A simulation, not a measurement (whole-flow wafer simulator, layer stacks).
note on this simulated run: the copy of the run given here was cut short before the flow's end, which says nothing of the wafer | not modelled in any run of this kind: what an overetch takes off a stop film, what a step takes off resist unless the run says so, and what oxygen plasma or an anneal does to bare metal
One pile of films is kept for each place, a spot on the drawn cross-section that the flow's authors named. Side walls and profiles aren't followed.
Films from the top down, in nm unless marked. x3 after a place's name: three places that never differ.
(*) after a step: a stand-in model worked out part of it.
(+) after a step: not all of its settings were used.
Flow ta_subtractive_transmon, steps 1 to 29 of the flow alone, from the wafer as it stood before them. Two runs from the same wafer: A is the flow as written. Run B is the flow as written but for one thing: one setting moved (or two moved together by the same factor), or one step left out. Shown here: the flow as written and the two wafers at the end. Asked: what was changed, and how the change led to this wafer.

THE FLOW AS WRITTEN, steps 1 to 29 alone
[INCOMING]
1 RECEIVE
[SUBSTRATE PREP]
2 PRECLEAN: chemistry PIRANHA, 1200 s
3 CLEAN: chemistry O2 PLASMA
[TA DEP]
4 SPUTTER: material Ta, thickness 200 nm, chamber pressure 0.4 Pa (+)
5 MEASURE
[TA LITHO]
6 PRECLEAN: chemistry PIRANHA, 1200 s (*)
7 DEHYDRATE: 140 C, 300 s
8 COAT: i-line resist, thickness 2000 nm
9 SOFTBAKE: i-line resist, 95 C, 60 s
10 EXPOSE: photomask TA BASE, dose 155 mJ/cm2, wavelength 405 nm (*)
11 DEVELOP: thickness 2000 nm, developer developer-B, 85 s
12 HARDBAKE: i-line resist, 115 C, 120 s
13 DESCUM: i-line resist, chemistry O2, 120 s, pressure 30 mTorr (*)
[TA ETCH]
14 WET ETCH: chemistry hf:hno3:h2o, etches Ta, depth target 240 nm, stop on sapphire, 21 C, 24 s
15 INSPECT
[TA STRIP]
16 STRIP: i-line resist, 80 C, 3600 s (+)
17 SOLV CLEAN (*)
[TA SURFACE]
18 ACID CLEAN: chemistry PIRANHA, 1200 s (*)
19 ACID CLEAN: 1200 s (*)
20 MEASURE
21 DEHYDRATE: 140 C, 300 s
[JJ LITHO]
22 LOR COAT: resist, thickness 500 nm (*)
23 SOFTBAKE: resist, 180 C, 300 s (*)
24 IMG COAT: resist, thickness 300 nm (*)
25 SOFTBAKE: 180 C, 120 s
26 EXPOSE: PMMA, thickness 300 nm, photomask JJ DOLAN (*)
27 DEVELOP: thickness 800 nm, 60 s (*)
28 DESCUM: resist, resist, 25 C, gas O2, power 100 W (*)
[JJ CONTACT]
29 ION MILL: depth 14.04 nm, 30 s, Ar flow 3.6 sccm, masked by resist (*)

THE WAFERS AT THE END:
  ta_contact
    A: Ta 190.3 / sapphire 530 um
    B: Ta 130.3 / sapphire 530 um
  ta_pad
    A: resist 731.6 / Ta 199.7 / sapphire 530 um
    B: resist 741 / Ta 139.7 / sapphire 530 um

The cause: step 4, SPUTTER: thickness 140 nm was run, where the flow has thickness 200 nm.

How the change led to this, step by step:
  4 SPUTTER: material Ta, thickness 200 nm, chamber pressure 0.4 Pa (+)
      field x2, jj_line, lead, ta_contact, ta_pad: A Ta +200 (new film) | B Ta +140 (new film)
  14 WET ETCH: chemistry hf:hno3:h2o, etches Ta, depth target 240 nm, stop on sapphire, 21 C, 24 s
      field x2, jj_line, lead: A Ta -200 (all of it) | B Ta -140 (all of it)
  22 LOR COAT: resist, thickness 500 nm (*)
      lead: A resist +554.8 (new film) | B resist +539.2 (new film)
      ta_contact: A resist +443.8 (new film) | B resist +459.5 (new film)
  27 DEVELOP: thickness 800 nm, 60 s (*)
      lead: A resist -867.4 (all of it) | B resist -848 (all of it)
      ta_contact: A resist -731.2 (all of it) | B resist -750.9 (all of it)
